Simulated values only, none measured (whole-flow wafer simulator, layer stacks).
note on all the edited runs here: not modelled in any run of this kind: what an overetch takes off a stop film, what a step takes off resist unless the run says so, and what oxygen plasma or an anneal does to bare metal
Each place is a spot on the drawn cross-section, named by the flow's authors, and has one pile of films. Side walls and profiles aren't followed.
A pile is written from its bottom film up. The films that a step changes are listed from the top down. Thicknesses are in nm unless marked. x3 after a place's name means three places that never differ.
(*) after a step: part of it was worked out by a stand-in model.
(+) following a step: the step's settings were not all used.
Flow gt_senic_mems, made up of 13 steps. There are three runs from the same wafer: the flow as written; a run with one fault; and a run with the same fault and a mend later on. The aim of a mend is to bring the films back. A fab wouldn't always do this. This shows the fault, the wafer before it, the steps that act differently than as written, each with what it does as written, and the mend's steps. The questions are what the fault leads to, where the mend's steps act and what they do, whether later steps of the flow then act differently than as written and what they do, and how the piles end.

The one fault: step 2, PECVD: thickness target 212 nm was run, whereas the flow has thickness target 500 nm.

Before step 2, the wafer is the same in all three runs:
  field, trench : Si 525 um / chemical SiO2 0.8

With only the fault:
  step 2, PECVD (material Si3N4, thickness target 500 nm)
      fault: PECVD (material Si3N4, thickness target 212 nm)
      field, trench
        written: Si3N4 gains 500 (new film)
        fault: Si3N4 gains 212 (new film)
  Later steps of the flow acting differently than as written (2 other steps are not shown; they differ only slightly, by no more than 2% or 0.5 nm, whichever is larger):
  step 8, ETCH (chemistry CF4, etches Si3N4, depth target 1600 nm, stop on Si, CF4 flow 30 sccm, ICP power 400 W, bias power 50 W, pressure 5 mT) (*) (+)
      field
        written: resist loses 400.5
        fault: resist loses 208.5
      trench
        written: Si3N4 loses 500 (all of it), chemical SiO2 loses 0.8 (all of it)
        fault: Si3N4 loses 212 (all of it), chemical SiO2 loses 0.8 (all of it)
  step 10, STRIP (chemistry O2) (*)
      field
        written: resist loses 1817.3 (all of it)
        fault: resist loses 2009.3 (all of it)
  The piles end different from the flow's at field by more than 2% or 0.5 nm, whichever is larger.
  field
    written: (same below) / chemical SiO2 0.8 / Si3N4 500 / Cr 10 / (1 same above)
    fault: (same below) / chemical SiO2 0.8 / Si3N4 212 / Cr 10 / (1 same above)

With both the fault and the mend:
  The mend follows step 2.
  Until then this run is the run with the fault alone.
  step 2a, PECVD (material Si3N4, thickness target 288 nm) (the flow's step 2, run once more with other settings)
      field, trench
        Si3N4 gains 288
  Every later step of the flow that is run acts as written at every place that is followed.
  At every place that both follow, the piles at the end match the flow's.
